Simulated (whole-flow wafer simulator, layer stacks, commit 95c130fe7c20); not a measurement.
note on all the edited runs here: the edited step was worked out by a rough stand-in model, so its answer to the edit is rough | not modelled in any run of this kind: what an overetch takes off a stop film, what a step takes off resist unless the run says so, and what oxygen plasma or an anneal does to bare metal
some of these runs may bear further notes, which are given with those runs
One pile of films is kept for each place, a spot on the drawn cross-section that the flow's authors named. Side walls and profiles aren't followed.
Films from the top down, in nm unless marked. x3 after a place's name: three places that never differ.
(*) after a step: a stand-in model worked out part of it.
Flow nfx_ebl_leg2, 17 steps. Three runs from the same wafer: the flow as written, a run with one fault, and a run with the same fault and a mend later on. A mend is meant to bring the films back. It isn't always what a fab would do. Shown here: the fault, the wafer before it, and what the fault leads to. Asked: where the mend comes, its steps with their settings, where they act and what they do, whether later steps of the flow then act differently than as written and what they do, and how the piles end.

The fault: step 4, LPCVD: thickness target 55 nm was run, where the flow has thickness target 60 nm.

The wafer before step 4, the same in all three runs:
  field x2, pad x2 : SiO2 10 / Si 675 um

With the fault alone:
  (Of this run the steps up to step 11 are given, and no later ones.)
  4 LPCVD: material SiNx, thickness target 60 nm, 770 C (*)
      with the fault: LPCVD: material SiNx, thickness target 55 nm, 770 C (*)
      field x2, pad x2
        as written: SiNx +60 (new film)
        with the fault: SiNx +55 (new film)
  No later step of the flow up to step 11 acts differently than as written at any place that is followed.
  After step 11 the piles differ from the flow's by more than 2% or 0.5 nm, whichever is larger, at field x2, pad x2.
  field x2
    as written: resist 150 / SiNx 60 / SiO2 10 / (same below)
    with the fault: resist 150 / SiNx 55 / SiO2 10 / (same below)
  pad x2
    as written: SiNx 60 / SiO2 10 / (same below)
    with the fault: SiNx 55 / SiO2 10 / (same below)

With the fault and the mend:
  The mend comes after step 5.
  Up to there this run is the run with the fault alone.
  5a ETCH: chemistry h3po4, depth target 63.25 nm
      field x2, pad x2
        SiNx -55 (all of it)
  5b CLEAN: chemistry SC1/SC2 (the flow's step 2 once more)
      changes no film at any place that is followed
  5c LPCVD: material SiNx, thickness target 60 nm, 770 C (*) (the flow's step 4 once more)
      field x2, pad x2
        SiNx +60 (new film)
  No later step of the flow acts differently than as written at any place that is followed.
  At the end the piles are the same as the flow's at every place that both follow.
